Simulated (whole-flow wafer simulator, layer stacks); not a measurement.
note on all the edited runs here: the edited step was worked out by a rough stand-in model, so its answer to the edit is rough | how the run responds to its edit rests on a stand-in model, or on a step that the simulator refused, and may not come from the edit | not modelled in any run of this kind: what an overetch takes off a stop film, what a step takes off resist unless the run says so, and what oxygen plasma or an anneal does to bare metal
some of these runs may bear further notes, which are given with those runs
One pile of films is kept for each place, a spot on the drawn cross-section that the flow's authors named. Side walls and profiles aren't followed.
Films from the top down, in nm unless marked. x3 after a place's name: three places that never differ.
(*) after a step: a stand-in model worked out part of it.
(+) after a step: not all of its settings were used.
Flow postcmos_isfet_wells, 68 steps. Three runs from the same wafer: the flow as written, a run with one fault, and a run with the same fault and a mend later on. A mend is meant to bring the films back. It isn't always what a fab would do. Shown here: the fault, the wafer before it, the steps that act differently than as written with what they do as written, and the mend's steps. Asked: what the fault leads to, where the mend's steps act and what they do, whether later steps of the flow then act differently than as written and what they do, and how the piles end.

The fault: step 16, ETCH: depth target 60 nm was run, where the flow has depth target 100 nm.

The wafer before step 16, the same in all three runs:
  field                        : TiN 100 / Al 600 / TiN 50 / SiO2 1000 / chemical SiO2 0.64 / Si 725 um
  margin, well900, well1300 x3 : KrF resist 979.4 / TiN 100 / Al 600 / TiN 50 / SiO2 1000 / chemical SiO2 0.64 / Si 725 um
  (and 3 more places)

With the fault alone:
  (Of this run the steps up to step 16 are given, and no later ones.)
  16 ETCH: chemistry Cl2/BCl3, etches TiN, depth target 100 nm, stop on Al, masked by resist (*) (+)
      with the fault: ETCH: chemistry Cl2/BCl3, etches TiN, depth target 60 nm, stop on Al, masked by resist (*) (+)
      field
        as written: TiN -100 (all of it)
        with the fault: TiN -60
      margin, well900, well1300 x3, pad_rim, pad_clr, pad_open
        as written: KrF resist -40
        with the fault: KrF resist -24
  After step 16 the piles differ from the flow's by more than 2% or 0.5 nm, whichever is larger, at field.
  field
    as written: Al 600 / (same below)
    with the fault: TiN 40 / Al 600 / (same below)

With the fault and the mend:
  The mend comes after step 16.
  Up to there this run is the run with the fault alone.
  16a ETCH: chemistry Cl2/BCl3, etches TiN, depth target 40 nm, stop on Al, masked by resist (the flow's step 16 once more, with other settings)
      margin, well900, well1300 x3, pad_rim, pad_clr, pad_open
        KrF resist -16
      field
        TiN -40 (all of it)
  No later step of the flow acts differently than as written at any place that is followed.
  At the end the piles are the same as the flow's at every place that both follow.
